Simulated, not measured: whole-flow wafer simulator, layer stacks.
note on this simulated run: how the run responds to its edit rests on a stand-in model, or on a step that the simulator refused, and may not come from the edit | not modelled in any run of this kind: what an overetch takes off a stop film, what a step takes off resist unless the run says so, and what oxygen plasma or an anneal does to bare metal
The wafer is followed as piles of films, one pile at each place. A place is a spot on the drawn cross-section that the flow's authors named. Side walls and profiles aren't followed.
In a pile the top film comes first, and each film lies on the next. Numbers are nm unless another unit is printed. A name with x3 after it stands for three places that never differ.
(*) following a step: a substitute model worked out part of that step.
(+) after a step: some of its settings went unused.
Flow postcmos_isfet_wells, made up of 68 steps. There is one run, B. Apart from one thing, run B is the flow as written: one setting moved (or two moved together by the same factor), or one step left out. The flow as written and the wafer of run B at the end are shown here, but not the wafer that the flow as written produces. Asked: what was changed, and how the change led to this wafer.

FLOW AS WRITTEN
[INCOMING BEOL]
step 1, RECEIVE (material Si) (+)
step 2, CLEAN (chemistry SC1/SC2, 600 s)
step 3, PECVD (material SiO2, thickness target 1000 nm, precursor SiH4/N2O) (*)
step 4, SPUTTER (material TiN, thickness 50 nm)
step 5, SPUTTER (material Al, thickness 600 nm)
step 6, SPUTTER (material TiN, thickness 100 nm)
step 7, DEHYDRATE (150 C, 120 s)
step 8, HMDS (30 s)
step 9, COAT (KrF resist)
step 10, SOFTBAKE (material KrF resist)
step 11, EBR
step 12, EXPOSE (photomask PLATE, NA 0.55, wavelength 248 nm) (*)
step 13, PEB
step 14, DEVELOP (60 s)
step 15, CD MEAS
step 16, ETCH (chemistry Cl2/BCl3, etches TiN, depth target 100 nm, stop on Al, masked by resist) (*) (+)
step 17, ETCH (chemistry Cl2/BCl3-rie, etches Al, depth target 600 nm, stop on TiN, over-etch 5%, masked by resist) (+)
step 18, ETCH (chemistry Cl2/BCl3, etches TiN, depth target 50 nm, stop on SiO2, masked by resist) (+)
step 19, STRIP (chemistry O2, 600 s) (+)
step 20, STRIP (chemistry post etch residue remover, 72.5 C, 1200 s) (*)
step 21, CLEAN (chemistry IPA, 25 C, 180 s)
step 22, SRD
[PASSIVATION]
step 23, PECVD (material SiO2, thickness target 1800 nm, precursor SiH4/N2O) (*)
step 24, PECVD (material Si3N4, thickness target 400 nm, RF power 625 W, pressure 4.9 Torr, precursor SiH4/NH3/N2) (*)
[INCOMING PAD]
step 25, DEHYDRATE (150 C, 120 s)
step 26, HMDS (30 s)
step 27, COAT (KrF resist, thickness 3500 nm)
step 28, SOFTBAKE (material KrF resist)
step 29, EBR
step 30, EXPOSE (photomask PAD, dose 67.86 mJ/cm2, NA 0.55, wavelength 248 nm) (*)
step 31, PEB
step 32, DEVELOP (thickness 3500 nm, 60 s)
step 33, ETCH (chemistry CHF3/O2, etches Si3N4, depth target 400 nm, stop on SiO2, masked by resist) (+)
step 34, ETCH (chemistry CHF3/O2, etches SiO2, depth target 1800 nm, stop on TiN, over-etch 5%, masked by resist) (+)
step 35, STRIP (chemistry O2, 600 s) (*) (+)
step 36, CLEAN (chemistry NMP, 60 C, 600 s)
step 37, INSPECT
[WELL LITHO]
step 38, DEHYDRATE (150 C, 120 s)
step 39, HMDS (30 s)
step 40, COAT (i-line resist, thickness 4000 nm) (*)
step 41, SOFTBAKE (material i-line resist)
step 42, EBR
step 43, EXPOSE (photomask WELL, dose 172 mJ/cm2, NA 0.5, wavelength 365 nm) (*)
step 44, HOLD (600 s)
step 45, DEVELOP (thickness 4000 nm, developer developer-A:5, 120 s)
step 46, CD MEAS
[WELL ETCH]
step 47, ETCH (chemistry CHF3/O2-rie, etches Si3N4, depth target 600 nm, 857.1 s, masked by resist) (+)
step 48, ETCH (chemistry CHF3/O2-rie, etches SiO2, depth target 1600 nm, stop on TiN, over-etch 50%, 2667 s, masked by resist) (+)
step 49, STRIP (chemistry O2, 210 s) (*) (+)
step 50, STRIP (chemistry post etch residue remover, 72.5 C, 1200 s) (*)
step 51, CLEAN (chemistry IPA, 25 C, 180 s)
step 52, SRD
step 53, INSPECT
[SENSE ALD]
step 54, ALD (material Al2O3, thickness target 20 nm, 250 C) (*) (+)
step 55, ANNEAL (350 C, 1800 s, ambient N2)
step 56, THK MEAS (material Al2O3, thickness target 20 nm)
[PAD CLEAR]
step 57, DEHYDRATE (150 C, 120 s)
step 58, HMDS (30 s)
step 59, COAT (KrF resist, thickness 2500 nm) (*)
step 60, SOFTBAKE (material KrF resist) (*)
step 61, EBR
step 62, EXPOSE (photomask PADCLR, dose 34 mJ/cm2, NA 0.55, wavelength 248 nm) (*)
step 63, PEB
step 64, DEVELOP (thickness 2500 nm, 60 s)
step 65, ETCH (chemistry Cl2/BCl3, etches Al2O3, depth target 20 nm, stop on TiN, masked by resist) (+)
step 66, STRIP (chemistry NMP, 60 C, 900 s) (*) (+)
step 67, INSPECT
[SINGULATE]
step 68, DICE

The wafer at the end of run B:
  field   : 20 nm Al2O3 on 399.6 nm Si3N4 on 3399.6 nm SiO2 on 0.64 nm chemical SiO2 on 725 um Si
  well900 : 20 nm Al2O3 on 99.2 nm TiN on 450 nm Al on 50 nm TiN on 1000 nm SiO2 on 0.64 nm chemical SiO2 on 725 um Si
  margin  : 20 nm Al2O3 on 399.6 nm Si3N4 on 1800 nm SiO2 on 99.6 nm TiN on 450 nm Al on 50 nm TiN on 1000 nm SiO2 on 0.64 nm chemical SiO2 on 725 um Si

What caused this: step 5, SPUTTER: thickness 450 nm was run, while the flow as written has thickness 600 nm.
The wafer lets one read it off: well900 has Al 450, and step 5 as written asks for 600 nm.

How this came from the change, step by step:
  step 5, SPUTTER (material Al, thickness 600 nm)
      field, margin, well900, well1300 x3, pad_rim, pad_clr, pad_open: Al gains 450 (new film) (as written it would have been: Al gains 600 (new film))
  step 17, ETCH (chemistry Cl2/BCl3-rie, etches Al, depth target 600 nm, stop on TiN, over-etch 5%, masked by resist) (+)
      margin, well900, well1300 x3, pad_rim, pad_clr, pad_open: KrF resist loses 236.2 (as written it would have been: KrF resist loses 300)
      field: Al loses 450 (all of it) (as written it would have been: Al loses 600 (all of it))
  step 19, STRIP (chemistry O2, 600 s) (+)
      margin, well900, well1300 x3, pad_rim, pad_clr, pad_open: KrF resist loses 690 (all of it) (as written it would have been: KrF resist loses 626.3 (all of it))
  step 23, PECVD (material SiO2, thickness target 1800 nm, precursor SiH4/N2O) (*)
      field: SiO2 gains 2399.6 (as written it would have been: SiO2 gains 1800 (new film), void gains 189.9 (new film), SiO2 gains 559.7)
